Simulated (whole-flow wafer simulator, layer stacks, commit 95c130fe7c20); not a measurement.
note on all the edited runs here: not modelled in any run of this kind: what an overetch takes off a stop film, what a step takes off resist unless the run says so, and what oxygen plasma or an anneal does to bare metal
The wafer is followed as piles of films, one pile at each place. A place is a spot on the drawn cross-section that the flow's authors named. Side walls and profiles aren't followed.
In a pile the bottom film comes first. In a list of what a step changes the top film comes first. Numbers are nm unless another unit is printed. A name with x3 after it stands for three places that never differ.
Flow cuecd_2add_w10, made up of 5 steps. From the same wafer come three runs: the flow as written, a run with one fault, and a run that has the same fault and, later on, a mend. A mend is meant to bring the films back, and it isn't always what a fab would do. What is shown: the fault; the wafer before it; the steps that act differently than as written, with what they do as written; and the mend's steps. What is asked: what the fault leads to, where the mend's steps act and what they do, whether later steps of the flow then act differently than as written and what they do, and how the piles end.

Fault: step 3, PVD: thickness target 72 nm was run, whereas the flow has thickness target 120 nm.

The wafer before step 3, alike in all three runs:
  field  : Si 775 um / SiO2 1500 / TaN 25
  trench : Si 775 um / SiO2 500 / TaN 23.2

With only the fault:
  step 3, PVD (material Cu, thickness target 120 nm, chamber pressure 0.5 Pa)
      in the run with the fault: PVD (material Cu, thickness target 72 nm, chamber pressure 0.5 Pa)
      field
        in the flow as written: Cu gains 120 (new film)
        in the run with the fault: Cu gains 72 (new film)
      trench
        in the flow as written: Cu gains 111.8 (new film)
        in the run with the fault: Cu gains 67 (new film)
  None of the later steps of the flow acts differently than as written at any place that is followed.
  At field, trench, the piles at the end differ from the flow's by more than 2% or 0.5 nm, whichever is larger.
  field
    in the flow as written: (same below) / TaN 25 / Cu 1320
    in the run with the fault: (same below) / TaN 25 / Cu 1272
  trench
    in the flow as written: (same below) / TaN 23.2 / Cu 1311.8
    in the run with the fault: (same below) / TaN 23.2 / Cu 1267

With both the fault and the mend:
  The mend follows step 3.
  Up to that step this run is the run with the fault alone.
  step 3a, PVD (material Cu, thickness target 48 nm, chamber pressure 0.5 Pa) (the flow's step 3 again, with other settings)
      field
        Cu gains 48
      trench
        Cu gains 44.6
  None of the later steps of the flow acts differently than as written at any place that is followed.
  When the end is reached, the piles differ only a little from the flow's at the places that both follow, at most by 2% or 0.5 nm, whichever is larger.
